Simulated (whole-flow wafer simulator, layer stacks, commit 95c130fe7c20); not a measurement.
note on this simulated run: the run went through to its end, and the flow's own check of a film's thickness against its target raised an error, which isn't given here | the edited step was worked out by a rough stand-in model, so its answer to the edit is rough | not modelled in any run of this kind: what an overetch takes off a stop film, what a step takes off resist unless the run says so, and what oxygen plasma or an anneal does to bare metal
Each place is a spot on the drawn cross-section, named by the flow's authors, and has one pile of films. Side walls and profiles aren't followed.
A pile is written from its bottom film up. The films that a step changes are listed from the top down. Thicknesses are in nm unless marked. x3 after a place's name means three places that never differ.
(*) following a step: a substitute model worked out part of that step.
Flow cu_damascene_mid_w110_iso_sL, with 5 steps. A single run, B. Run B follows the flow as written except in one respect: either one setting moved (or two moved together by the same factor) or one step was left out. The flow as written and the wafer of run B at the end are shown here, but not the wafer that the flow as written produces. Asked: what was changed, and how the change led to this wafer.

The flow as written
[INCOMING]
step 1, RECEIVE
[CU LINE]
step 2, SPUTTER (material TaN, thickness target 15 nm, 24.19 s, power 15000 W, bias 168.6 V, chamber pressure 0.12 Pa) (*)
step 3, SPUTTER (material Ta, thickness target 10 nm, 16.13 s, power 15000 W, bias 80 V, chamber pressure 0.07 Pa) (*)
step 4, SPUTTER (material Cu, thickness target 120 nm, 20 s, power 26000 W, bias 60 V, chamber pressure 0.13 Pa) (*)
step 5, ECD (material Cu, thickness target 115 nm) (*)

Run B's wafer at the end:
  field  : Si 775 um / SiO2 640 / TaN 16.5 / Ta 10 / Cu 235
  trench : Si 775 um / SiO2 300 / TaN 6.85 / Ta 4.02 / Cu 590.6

Cause: step 2, SPUTTER: thickness target 16.5 nm was run, whereas the flow has thickness target 15 nm.
One can read it off the wafer: field has TaN 16.5, and step 2 as written asks for 15 nm.

The path from the change to this, step by step:
  step 2, SPUTTER (material TaN, thickness target 15 nm, 24.19 s, power 15000 W, bias 168.6 V, chamber pressure 0.12 Pa) (*)
      field: +16.5 TaN (new film) (in the flow as written it would be: +15 TaN (new film))
      trench: +6.85 TaN (new film) (in the flow as written it would be: +6.23 TaN (new film))
